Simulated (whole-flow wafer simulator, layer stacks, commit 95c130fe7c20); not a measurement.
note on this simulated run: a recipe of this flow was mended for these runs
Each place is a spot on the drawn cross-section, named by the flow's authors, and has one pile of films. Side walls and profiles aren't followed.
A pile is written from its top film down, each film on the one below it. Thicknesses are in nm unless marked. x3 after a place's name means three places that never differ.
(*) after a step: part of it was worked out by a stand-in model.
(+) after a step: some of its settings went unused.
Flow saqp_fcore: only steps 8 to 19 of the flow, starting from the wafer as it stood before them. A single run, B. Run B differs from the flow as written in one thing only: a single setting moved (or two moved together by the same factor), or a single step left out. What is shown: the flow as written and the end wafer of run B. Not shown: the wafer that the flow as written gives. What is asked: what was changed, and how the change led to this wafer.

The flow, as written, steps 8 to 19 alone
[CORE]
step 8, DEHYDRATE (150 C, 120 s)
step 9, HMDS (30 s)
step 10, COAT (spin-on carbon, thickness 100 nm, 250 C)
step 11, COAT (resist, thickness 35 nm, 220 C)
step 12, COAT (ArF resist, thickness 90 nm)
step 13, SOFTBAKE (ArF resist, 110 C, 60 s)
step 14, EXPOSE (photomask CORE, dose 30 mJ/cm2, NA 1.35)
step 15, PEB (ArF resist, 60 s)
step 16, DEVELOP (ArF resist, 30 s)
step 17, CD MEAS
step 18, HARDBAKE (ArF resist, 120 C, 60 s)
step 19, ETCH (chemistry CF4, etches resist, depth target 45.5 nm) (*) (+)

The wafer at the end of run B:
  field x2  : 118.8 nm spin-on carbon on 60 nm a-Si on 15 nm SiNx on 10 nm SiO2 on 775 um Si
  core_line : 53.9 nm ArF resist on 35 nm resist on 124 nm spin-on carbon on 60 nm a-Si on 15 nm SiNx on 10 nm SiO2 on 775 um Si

The reason: step 10, COAT: thickness 124 nm was run, whereas the flow has thickness 100 nm.
The wafer lets one read it off: core_line has spin-on carbon 124, and step 10 as written asks for 100 nm.

Step by step, how the change led to this:
  step 10, COAT (spin-on carbon, thickness 100 nm, 250 C)
      field x2, core_line: spin-on carbon gains 124 (new film) (as written it would have been: spin-on carbon gains 100 (new film))
